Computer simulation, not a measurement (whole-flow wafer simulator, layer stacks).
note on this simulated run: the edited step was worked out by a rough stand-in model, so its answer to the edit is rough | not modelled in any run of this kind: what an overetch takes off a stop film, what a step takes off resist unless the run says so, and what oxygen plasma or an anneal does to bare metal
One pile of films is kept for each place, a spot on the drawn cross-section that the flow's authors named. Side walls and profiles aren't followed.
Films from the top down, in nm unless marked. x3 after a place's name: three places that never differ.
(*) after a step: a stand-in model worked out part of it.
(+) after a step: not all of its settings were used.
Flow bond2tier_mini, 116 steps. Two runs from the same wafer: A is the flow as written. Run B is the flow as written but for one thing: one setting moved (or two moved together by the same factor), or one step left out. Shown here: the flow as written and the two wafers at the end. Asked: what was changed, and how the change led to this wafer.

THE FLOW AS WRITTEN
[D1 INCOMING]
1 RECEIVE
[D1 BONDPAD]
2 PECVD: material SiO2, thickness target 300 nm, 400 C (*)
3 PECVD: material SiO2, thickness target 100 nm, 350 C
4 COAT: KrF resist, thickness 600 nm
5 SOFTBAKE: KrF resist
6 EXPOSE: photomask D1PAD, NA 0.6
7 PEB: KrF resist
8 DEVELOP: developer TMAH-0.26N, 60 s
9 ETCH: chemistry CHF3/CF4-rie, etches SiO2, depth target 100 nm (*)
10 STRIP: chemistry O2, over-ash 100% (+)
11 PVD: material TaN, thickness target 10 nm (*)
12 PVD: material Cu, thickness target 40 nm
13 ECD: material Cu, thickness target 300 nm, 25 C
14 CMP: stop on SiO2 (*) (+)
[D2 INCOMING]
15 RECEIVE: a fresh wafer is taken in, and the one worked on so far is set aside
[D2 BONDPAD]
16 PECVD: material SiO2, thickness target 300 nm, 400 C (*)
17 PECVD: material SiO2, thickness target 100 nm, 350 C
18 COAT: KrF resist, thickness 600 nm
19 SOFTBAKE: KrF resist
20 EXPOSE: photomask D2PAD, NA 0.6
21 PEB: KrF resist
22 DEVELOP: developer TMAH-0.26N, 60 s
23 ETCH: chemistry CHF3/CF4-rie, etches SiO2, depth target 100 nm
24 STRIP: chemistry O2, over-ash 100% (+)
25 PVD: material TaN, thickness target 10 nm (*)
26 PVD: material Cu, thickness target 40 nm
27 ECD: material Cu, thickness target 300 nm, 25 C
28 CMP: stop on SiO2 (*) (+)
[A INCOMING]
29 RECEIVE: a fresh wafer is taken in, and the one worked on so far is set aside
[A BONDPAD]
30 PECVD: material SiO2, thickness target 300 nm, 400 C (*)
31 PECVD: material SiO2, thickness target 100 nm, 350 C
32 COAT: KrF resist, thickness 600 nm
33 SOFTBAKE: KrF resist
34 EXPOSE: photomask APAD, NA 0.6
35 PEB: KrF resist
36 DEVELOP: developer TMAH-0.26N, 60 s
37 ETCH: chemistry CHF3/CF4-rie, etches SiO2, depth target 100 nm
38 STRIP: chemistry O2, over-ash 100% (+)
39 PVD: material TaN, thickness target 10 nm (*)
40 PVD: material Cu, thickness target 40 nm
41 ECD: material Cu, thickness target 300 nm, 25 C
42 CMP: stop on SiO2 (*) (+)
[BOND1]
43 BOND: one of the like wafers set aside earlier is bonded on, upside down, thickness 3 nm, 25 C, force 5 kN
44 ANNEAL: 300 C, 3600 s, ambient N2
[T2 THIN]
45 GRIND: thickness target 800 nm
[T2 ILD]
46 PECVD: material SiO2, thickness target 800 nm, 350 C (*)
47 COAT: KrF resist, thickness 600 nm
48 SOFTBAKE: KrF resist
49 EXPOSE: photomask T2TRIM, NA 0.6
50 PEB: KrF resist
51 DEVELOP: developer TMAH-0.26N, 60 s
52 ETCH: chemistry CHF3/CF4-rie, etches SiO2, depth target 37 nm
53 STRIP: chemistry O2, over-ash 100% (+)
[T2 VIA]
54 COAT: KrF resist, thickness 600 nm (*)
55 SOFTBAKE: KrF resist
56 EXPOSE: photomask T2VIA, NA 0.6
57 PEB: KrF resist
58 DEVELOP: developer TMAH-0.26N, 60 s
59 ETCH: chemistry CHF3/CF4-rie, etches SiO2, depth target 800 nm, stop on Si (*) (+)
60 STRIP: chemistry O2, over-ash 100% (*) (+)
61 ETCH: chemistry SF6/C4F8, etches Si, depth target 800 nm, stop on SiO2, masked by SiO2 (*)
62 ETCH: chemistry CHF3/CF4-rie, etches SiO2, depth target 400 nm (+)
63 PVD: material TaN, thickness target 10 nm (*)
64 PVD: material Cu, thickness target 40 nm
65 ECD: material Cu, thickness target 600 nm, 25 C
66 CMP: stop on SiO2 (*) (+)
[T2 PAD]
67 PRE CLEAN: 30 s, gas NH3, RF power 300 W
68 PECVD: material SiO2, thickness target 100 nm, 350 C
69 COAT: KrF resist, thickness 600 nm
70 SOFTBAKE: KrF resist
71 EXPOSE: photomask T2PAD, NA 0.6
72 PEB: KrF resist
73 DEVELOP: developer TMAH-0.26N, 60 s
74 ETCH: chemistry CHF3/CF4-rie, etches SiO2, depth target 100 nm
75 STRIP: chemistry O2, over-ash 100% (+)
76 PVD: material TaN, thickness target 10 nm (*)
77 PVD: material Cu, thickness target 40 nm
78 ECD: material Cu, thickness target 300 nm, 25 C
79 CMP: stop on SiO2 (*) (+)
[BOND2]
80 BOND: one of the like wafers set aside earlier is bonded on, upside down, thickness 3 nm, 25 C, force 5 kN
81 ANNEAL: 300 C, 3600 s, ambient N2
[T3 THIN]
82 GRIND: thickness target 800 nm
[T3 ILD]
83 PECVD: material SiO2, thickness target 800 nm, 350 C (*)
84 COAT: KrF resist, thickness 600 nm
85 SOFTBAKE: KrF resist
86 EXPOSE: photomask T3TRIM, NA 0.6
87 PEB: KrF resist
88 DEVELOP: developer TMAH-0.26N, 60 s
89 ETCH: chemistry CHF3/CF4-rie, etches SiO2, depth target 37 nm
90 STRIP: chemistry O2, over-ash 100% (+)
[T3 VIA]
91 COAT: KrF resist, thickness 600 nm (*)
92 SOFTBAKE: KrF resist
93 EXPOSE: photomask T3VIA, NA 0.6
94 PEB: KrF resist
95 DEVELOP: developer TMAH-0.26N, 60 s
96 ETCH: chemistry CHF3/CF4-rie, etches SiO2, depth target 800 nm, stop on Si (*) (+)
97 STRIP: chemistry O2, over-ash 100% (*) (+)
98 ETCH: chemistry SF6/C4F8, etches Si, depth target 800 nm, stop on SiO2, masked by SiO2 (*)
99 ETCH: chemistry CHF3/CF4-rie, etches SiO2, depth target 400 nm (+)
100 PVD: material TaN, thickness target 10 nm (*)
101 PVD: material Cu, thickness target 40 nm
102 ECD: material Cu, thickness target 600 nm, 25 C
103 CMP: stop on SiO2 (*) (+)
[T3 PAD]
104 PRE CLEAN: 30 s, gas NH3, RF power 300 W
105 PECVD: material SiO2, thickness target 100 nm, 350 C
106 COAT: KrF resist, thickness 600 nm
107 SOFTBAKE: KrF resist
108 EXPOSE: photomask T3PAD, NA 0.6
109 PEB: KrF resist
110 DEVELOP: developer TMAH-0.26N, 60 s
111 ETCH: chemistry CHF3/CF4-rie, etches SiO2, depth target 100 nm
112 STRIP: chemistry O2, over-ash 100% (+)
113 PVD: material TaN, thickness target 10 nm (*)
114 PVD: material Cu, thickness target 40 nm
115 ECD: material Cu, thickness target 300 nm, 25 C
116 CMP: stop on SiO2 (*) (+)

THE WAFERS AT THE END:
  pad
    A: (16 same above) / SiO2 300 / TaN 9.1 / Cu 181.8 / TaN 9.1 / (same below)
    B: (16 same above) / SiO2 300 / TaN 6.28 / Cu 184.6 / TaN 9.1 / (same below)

The cause: step 11, PVD: thickness target 6.9 nm was run, where the flow has thickness target 10 nm.

How the change led to this, step by step:
  11 PVD: material TaN, thickness target 10 nm (*)
      field: A TaN +10 (new film) | B TaN +6.9 (new film)
      pad: A TaN +9.1 (new film) | B TaN +6.28 (new film)
      (and at 1 more place)
  14 CMP: stop on SiO2 (*) (+)
      field: A Cu -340 (all of it), TaN -10 (all of it) | B Cu -340 (all of it), TaN -6.9 (all of it)
  43 BOND: one of the like wafers set aside earlier is bonded on, upside down, thickness 3 nm, 25 C, force 5 kN
      pad: A Si +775 um (new film), chemical SiO2 +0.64 (new film), SiO2 +300 (new film), TaN +9.1 (new film), Cu +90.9 | B Si +775 um (new film), chemical SiO2 +0.64 (new film), SiO2 +300 (new film), TaN +6.28 (new film), Cu +93.7
      via: A Si +775 um (new film), chemical SiO2 +0.64 (new film), SiO2 +300 (new film), TaN +9.97 (new film), Cu +90 | B Si +775 um (new film), chemical SiO2 +0.64 (new film), SiO2 +300 (new film), TaN +6.88 (new film), Cu +93.1
